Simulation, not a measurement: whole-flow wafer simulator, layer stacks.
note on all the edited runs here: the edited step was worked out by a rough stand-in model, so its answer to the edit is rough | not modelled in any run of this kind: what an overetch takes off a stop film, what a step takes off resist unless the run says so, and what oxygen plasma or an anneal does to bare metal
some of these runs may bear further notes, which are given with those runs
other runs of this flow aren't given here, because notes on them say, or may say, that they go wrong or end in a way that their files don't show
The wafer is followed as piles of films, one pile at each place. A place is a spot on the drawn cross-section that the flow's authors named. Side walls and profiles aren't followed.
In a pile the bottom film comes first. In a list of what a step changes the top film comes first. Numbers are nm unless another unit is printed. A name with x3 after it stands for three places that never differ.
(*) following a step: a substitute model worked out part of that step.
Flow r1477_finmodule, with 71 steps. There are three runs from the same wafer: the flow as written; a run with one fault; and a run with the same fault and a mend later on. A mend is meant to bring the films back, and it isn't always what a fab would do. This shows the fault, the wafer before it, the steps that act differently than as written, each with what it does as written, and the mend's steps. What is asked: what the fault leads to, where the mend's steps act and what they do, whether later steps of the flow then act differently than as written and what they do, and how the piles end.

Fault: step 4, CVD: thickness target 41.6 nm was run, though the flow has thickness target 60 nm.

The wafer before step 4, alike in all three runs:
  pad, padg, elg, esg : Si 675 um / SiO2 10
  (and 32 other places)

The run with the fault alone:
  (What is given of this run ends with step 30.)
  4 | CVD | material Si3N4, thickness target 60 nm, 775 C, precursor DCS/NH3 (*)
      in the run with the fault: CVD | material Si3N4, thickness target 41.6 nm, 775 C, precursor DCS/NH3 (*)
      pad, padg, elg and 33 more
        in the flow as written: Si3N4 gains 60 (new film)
        in the run with the fault: Si3N4 gains 41.6 (new film)
  Later steps of the flow up to step 30 that are run all act as written at every place that is followed.
  The piles after step 30 differ from the flow's at pad, padg, elg and 33 more by more than 2% or 0.5 nm, whichever is larger.
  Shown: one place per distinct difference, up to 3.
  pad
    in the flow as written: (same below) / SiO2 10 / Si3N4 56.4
    in the run with the fault: (same below) / SiO2 10 / Si3N4 38
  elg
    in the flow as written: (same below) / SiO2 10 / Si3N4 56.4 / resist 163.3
    in the run with the fault: (same below) / SiO2 10 / Si3N4 38 / resist 163.3
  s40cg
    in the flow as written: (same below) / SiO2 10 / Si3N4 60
    in the run with the fault: (same below) / SiO2 10 / Si3N4 41.6

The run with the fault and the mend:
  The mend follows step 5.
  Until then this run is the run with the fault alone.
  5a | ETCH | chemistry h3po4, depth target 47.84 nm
      pad, padg, elg and 33 more
        Si3N4 loses 41.6 (all of it)
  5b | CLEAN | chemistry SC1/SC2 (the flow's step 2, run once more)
      alters no film at any place that is followed
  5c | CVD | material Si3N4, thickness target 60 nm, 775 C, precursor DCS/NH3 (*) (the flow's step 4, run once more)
      pad, padg, elg and 33 more
        Si3N4 gains 60 (new film)
  Later steps of the flow that are run all act as written at every place that is followed.
  The piles end the same as the flow's at every place that both follow.
